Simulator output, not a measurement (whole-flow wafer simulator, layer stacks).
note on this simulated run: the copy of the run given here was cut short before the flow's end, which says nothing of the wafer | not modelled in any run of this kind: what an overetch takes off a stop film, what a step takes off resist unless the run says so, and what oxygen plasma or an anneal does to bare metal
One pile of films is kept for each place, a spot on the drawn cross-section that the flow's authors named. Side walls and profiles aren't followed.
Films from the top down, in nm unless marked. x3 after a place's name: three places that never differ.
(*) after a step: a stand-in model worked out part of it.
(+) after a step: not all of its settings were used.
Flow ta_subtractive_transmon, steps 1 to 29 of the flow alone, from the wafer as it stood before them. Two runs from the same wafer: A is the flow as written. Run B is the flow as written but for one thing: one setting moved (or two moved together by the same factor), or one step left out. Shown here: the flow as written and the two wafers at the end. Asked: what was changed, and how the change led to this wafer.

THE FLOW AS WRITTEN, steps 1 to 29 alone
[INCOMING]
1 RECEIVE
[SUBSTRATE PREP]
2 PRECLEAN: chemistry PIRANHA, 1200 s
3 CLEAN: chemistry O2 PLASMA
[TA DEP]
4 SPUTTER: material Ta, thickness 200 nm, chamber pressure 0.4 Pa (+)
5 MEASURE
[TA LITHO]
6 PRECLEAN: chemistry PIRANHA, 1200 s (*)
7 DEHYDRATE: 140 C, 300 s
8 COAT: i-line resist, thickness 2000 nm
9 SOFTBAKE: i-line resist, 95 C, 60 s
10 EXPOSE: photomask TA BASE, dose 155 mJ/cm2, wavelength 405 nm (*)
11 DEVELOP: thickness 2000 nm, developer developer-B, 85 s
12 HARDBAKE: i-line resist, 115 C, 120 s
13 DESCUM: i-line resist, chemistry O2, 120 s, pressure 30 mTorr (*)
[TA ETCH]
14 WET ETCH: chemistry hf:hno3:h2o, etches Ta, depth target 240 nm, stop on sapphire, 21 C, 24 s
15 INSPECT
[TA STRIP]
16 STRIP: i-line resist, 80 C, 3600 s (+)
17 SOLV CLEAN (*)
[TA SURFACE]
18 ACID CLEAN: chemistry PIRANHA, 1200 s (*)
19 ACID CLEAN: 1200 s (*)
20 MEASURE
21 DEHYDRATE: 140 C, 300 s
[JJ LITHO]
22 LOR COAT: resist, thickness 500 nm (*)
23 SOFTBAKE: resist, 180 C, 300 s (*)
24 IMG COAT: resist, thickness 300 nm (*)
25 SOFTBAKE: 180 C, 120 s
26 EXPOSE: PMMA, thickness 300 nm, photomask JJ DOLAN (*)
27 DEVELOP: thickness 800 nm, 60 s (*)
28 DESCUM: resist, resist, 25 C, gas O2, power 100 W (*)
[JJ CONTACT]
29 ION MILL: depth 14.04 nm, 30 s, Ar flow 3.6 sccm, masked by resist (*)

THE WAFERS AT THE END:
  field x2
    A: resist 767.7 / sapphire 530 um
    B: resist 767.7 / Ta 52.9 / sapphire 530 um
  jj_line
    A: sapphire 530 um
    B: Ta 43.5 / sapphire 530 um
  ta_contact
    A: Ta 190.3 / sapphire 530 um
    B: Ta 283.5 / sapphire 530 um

The cause: step 4, SPUTTER: thickness 293.2 nm was run, where the flow has thickness 200 nm.

How the change led to this, step by step:
  4 SPUTTER: material Ta, thickness 200 nm, chamber pressure 0.4 Pa (+)
      field x2, jj_line, lead, ta_contact, ta_pad: A Ta +200 (new film) | B Ta +293.2 (new film)
  14 WET ETCH: chemistry hf:hno3:h2o, etches Ta, depth target 240 nm, stop on sapphire, 21 C, 24 s
      field x2, jj_line, lead: A Ta -200 (all of it) | B Ta -240
  22 LOR COAT: resist, thickness 500 nm (*)
      ta_contact: A resist +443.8 (new film) | B resist +433.7 (new film)
  29 ION MILL: depth 14.04 nm, 30 s, Ar flow 3.6 sccm, masked by resist (*)
      jj_line, lead: A sapphire -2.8 | B Ta -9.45
Counting metal films that touch as one body, field x2 has 1 body; the flow as written gives 0 bodies.
Counting metal films that touch as one body, jj_line has 1 body; the flow as written gives 0 bodies.
